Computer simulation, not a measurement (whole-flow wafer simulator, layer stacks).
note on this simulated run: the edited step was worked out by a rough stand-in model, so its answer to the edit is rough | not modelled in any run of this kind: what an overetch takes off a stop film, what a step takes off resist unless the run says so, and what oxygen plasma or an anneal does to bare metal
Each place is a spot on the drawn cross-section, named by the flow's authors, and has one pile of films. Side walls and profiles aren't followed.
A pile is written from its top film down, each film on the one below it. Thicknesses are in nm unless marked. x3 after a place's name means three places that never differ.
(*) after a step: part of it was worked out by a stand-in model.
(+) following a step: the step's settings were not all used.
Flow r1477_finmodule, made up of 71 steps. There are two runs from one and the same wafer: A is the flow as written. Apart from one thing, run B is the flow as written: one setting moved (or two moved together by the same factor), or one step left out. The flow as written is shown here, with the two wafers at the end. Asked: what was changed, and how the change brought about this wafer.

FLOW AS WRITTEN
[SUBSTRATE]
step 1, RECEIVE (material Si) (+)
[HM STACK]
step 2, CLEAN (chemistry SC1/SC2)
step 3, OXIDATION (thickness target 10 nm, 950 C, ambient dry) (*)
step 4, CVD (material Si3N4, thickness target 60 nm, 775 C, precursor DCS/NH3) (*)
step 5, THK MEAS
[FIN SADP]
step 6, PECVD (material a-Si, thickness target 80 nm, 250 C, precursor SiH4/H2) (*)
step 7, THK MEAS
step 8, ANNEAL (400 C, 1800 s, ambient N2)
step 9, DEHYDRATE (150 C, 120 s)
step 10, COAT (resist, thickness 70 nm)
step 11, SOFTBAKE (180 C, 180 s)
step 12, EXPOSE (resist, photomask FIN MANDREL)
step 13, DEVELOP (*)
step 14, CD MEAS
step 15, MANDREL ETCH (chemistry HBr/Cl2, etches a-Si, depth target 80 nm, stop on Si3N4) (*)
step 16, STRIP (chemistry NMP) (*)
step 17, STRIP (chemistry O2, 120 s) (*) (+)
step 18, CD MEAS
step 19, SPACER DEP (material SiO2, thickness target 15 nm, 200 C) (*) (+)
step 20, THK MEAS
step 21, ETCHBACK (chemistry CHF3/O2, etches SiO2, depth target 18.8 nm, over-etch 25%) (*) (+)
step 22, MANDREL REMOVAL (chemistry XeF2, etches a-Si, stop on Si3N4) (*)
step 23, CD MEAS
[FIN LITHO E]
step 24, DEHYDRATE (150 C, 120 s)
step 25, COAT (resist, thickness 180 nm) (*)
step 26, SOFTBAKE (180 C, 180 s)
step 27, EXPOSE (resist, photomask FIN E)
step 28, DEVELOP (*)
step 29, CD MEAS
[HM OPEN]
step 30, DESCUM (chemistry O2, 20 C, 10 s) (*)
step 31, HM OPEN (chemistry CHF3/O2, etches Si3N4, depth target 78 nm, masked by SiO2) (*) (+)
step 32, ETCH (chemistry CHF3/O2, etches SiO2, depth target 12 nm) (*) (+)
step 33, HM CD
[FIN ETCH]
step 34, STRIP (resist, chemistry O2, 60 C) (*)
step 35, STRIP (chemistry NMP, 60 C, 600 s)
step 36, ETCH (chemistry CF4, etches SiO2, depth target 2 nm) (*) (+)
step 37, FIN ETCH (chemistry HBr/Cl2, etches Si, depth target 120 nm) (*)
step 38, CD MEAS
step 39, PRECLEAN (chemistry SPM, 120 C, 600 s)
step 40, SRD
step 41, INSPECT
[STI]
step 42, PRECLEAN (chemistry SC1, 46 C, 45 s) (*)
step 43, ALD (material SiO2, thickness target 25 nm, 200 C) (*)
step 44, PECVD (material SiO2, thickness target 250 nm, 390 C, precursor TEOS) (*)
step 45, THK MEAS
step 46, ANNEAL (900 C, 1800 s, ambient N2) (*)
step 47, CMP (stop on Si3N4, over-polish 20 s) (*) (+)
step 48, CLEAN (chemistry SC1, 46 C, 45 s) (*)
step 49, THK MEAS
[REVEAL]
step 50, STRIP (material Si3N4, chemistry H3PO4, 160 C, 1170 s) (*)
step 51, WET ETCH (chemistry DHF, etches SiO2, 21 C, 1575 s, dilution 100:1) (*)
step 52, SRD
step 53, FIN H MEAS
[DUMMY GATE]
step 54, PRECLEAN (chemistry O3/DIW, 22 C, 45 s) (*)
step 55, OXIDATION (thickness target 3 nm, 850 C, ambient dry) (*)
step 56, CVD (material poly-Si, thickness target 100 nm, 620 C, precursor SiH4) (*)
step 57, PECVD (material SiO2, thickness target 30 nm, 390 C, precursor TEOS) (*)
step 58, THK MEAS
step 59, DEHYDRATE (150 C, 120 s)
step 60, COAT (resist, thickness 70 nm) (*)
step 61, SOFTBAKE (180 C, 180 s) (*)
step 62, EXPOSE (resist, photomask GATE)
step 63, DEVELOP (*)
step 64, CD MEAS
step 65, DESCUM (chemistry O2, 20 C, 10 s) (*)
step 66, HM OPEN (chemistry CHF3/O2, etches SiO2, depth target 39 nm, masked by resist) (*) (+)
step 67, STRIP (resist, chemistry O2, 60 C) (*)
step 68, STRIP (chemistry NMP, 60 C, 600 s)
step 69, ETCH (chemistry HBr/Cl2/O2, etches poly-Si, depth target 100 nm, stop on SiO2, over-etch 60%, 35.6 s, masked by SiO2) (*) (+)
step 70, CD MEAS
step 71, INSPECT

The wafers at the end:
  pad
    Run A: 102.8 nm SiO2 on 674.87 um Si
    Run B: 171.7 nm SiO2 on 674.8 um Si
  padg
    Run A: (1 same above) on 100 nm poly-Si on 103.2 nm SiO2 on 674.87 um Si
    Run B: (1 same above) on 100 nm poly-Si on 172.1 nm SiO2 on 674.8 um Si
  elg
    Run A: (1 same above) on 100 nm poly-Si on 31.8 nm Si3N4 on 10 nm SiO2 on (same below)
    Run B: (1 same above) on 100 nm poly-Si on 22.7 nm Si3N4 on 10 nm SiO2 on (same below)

Cause: step 37, FIN ETCH: depth target 189 nm was run, though the flow has depth target 120 nm.

The path from the change to this, step by step:
  step 37, FIN ETCH (chemistry HBr/Cl2, etches Si, depth target 120 nm) (*)
      pad, padg, esg and 19 more: A Si loses 120 | B Si loses 189
      elg, e40lg, e100lg, e200lg, elo, e40lo, e100lo, e200lo: A Si3N4 loses 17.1 | B Si3N4 loses 27
      (as well as at 6 more places)
  step 43, ALD (material SiO2, thickness target 25 nm, 200 C) (*)
      s40cg, s45cg, s50cg, s40co, s45co, s50co: A SiO2 gains 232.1 (new film) | B SiO2 gains 295.8 (new film)
      esg: A SiO2 gains 194.3 (new film) | B SiO2 gains 253.4 (new film)
  step 47, CMP (stop on Si3N4, over-polish 20 s) (*) (+)
      pad, padg, e40sg and 11 more: A SiO2 loses 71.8 | B SiO2 loses 2.76
      elg, e40lg, e100lg, e200lg, elo, e40lo, e100lo, e200lo: A SiO2 loses 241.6 | B SiO2 loses 231.7
      (as well as at 2 more places)
  step 51, WET ETCH (chemistry DHF, etches SiO2, 21 C, 1575 s, dilution 100:1) (*)
      elg, e40lg, e100lg, e200lg, elo, e40lo, e100lo, e200lo: A SiO2 loses 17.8 (all of it), Si3N4 loses 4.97 | B SiO2 loses 27.7 (all of it), Si3N4 loses 4.19
  step 56, CVD (material poly-Si, thickness target 100 nm, 620 C, precursor SiH4) (*)
      esg: A poly-Si gains 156 (new film) | B poly-Si gains 147.2 (new film)
  step 60, COAT (resist, thickness 70 nm) (*)
      e40sg, eso, e40so: A resist gains 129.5 (new film) | B resist gains 120.9 (new film)
      e100sg, e100so: A resist gains 129.4 (new film) | B resist gains 120.9 (new film)
      (as well as at 2 more places)
  step 63, DEVELOP (*)
      eso, e40so: A resist loses 129.5 (all of it) | B resist loses 120.9 (all of it)
      e100so: A resist loses 129.4 (all of it) | B resist loses 120.9 (all of it)
      (as well as at 1 more place)
  step 67, STRIP (resist, chemistry O2, 60 C) (*)
      e40sg: A resist loses 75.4 (all of it) | B resist loses 66.8 (all of it)
      e100sg: A resist loses 75.3 (all of it) | B resist loses 66.8 (all of it)
      (as well as at 1 more place)
